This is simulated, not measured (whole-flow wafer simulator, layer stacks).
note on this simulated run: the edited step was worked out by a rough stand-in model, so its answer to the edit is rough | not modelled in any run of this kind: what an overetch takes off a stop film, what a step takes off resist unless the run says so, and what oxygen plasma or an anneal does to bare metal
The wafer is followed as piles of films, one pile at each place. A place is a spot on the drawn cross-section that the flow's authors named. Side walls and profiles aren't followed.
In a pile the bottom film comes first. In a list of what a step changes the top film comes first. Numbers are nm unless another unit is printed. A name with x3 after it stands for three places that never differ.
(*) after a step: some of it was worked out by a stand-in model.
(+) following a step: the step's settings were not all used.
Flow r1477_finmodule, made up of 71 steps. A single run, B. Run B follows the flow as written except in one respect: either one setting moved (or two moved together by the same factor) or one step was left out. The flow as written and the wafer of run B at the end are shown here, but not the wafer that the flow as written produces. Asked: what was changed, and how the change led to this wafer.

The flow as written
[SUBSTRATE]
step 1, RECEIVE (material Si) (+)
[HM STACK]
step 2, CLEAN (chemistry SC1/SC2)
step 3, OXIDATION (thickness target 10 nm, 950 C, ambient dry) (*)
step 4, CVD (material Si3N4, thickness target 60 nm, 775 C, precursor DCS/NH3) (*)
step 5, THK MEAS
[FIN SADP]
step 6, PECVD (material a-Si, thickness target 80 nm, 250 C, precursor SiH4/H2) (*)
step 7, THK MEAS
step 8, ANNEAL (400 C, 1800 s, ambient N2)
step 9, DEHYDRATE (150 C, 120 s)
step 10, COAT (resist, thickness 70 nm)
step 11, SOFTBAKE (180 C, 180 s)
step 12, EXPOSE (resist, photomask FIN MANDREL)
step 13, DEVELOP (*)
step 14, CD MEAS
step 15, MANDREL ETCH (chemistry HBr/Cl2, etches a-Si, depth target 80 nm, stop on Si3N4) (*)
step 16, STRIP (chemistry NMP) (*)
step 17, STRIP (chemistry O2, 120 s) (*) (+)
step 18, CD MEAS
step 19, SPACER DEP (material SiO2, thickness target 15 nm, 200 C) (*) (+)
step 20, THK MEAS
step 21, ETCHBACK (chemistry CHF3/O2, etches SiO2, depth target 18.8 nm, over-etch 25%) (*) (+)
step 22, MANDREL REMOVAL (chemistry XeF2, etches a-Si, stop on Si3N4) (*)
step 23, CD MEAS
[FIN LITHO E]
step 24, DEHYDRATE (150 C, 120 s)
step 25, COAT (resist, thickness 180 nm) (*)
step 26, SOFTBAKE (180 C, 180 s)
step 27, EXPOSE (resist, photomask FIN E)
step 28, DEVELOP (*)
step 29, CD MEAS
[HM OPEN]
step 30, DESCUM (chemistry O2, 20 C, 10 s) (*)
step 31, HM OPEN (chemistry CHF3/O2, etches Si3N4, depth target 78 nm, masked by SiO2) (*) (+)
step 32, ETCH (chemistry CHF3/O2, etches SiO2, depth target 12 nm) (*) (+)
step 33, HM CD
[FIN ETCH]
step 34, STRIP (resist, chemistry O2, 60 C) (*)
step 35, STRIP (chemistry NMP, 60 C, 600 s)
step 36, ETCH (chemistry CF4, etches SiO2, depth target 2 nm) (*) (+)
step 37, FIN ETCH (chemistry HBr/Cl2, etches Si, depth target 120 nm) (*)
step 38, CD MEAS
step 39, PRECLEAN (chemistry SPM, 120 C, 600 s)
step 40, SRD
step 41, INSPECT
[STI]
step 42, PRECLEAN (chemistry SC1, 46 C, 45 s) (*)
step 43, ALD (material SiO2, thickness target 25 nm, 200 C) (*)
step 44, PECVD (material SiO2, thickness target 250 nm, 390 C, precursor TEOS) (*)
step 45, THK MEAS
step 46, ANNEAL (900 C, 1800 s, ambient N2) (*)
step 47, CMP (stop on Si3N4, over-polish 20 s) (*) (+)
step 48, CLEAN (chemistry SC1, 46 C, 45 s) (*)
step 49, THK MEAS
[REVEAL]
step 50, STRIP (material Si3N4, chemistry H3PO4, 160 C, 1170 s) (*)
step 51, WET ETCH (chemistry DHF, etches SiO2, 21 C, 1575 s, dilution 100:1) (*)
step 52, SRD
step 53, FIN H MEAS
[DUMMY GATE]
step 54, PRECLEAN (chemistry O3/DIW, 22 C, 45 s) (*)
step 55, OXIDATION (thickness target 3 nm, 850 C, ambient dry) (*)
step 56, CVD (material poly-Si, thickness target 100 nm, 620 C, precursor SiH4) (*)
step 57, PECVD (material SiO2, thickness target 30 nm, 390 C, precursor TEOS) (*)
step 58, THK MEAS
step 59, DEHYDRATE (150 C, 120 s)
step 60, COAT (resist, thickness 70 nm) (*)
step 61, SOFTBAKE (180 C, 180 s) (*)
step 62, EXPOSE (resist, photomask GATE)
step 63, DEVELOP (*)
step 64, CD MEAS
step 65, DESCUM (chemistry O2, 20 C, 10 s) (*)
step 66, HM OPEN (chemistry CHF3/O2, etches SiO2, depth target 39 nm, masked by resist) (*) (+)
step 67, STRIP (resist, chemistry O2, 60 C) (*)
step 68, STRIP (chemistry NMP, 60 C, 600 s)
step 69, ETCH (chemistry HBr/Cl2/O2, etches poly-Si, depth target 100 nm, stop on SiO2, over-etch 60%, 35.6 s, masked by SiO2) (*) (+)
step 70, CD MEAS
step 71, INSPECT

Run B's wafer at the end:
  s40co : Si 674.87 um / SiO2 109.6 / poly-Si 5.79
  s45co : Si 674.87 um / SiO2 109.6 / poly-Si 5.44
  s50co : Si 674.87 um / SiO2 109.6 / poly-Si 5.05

The reason: step 56, CVD: thickness target 153.6 nm was run, whereas the flow has thickness target 100 nm.

Step by step, how the change led to this:
  step 56, CVD (material poly-Si, thickness target 100 nm, 620 C, precursor SiH4) (*)
      pad, padg, elg and 26 more: poly-Si gains 153.6 (new film) (as written it would have been: poly-Si gains 100 (new film))
      s40cg, s40co: poly-Si gains 168.2 (new film) (as written it would have been: poly-Si gains 113.9 (new film))
      (and at 5 other places as well)
  step 67, STRIP (resist, chemistry O2, 60 C) (*)
      s40cg: resist loses 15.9 (all of it) (as written it would have been: resist loses 16.5 (all of it))
      s45cg: resist loses 16.2 (all of it) (as written it would have been: resist loses 16.9 (all of it))
      (and at 1 other place as well)
  step 69, ETCH (chemistry HBr/Cl2/O2, etches poly-Si, depth target 100 nm, stop on SiO2, over-etch 60%, 35.6 s, masked by SiO2) (*) (+)
      pad, eso, e40so, e100so, e200so, s40so, s45so, s50so: chemical SiO2 loses 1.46 (all of it), poly-Si loses 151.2 (all of it) (as written it would have been: chemical SiO2 loses 1.46 (all of it), poly-Si loses 97.6 (all of it), SiO2 loses 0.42)
      elo, e40lo, e100lo, e200lo: chemical SiO2 loses 1.46 (all of it), poly-Si loses 151.2 (all of it) (as written it would have been: chemical SiO2 loses 1.46 (all of it), poly-Si loses 97.6 (all of it), Si3N4 loses 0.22)
      (and at 6 other places as well)
